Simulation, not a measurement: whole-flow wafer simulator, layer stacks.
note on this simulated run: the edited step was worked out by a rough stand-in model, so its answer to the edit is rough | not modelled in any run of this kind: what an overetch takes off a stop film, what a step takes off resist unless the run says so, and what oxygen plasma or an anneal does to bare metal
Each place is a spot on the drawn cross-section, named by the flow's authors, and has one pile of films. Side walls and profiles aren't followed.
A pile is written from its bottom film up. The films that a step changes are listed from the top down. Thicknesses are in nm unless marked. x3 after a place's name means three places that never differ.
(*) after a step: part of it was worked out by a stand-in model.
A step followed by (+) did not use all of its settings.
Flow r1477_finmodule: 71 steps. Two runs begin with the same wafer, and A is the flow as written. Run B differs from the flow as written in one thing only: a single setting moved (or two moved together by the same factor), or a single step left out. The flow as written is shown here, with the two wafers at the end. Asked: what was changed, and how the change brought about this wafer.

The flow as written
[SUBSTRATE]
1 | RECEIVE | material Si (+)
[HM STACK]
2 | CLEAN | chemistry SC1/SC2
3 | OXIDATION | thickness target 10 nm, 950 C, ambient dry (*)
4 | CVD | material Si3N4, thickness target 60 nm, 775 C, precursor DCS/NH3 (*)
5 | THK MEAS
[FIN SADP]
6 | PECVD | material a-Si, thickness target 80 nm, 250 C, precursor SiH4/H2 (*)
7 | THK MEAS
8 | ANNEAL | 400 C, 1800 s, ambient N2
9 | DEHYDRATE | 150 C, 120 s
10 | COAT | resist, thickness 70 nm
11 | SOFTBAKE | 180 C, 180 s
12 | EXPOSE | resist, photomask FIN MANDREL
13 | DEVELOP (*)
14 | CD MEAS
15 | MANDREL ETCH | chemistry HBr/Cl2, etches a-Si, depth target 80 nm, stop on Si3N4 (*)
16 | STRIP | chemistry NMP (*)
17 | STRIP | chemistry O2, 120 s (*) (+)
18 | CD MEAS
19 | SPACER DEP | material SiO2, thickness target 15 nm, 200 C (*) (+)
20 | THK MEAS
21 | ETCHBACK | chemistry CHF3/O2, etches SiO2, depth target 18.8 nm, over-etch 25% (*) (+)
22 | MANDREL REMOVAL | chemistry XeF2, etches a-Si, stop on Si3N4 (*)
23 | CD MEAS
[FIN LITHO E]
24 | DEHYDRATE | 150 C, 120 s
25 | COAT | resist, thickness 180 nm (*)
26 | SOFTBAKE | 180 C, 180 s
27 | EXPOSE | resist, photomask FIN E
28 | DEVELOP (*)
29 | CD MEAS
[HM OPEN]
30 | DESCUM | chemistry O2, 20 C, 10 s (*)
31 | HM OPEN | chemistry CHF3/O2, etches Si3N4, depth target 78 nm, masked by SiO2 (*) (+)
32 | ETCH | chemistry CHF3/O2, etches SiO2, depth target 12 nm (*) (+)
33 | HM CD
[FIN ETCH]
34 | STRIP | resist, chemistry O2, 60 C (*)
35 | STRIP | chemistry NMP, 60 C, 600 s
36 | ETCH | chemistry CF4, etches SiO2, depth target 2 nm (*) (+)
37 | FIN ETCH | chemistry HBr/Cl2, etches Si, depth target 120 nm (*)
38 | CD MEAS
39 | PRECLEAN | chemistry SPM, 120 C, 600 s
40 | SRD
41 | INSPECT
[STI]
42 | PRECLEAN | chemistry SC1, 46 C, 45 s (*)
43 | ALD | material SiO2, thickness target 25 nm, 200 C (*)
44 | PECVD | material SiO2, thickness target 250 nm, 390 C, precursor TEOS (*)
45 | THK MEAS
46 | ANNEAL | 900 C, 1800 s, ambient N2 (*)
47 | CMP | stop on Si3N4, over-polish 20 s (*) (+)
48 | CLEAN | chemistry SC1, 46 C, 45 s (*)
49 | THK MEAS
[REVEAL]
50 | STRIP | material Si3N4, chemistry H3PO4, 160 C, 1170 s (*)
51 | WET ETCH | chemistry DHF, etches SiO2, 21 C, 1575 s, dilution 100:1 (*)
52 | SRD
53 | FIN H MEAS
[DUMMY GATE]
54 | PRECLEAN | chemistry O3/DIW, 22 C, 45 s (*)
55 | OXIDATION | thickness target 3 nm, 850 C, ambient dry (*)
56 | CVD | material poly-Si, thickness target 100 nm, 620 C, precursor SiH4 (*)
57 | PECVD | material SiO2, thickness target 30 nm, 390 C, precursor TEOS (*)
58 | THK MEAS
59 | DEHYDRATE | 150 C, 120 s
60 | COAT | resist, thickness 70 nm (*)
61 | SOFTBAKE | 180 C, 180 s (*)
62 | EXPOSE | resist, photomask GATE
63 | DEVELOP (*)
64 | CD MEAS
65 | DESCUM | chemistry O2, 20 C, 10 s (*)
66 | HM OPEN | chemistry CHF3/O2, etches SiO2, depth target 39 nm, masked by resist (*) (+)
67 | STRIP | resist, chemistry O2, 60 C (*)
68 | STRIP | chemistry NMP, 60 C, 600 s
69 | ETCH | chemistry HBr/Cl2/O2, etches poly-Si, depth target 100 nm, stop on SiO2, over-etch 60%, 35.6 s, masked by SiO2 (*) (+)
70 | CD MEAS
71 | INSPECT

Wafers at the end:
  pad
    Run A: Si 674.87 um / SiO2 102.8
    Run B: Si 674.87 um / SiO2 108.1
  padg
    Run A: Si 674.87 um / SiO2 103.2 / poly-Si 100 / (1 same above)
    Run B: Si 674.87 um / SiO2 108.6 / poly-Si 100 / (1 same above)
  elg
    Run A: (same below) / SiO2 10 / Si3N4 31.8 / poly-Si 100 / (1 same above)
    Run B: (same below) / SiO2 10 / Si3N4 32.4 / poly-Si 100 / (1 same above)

The reason: step 51, WET ETCH: 19.43 C was run, whereas the flow has 21 C.

Step by step, how the change led to this:
  51 | WET ETCH | chemistry DHF, etches SiO2, 21 C, 1575 s, dilution 100:1 (*)
      pad, padg, e40sg and 12 more: A -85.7 SiO2 | B -80.3 SiO2
      elg, e40lg, e100lg, e200lg, elo, e40lo, e100lo, e200lo: A -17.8 SiO2 (all of it), -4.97 Si3N4 | B -17.8 SiO2 (all of it), -4.38 Si3N4
      (and at 7 other places as well)
  56 | CVD | material poly-Si, thickness target 100 nm, 620 C, precursor SiH4 (*)
      s40cg, s40co: A +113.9 poly-Si (new film) | B +109 poly-Si (new film)
      s45cg, s45co: A +113.4 poly-Si (new film) | B +108.5 poly-Si (new film)
      (and at 3 other places as well)
  60 | COAT | resist, thickness 70 nm (*)
      e40sg, eso, e40so: A +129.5 resist (new film) | B +125 resist (new film)
      e100sg, e100so: A +129.4 resist (new film) | B +124.9 resist (new film)
      (and at 8 other places as well)
  63 | DEVELOP (*)
      eso, e40so: A -129.5 resist (all of it) | B -125 resist (all of it)
      e100so: A -129.4 resist (all of it) | B -124.9 resist (all of it)
      (and at 4 other places as well)
  67 | STRIP | resist, chemistry O2, 60 C (*)
      e40sg: A -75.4 resist (all of it) | B -70.9 resist (all of it)
      e100sg: A -75.3 resist (all of it) | B -70.8 resist (all of it)
      (and at 4 other places as well)
  69 | ETCH | chemistry HBr/Cl2/O2, etches poly-Si, depth target 100 nm, stop on SiO2, over-etch 60%, 35.6 s, masked by SiO2 (*) (+)
      s40co: A -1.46 chemical SiO2 (all of it), -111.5 poly-Si (all of it), -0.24 SiO2 | B -1.43 chemical SiO2 (all of it), -106.6 poly-Si (all of it), -0.27 SiO2
      s45co: A -1.46 chemical SiO2 (all of it), -110.9 poly-Si (all of it), -0.25 SiO2 | B -1.43 chemical SiO2 (all of it), -106 poly-Si (all of it), -0.27 SiO2
      (and at 1 other place as well)
